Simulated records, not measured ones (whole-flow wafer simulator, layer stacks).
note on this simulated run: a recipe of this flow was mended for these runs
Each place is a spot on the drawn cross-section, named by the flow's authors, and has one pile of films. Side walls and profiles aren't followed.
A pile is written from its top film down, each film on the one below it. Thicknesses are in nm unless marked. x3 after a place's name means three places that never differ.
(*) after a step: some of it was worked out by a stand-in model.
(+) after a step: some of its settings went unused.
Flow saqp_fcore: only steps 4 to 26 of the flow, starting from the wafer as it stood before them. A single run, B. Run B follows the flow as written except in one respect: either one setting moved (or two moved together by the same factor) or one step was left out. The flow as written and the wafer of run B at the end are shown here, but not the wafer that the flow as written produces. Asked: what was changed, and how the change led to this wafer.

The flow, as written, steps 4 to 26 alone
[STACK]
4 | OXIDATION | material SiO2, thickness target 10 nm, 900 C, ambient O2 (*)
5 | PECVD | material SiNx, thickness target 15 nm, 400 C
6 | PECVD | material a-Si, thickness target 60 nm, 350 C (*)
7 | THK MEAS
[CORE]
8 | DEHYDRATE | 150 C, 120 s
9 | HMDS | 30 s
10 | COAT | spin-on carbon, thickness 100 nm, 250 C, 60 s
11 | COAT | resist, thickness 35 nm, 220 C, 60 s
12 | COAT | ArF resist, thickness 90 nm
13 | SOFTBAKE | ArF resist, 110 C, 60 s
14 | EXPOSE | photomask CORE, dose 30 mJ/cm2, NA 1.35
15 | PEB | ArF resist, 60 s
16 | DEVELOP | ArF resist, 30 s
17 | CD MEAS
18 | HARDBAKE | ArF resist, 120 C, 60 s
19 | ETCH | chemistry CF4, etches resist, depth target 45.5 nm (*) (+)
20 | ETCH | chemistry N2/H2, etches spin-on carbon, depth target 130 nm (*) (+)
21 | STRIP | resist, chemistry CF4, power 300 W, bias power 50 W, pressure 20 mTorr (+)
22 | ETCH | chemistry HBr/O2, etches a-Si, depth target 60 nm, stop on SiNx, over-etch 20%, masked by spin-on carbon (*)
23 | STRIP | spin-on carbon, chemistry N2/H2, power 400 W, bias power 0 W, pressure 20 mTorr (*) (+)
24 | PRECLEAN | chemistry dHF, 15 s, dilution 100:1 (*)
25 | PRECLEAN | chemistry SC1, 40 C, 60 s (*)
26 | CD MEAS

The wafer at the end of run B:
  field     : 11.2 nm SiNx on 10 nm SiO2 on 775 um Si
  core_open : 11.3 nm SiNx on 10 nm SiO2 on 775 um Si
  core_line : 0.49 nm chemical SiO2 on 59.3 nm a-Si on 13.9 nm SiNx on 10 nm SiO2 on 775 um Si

What caused this: step 5, PECVD: thickness target 13.9 nm was run, whereas the flow has thickness target 15 nm.
One can read it off the wafer: core_line has SiNx 13.9, and step 5 as written asks for 15 nm.

How this came from the change, step by step:
  5 | PECVD | material SiNx, thickness target 15 nm, 400 C
      field, core_open, core_line: +13.9 SiNx (new film) (it would be, as written: +15 SiNx (new film))
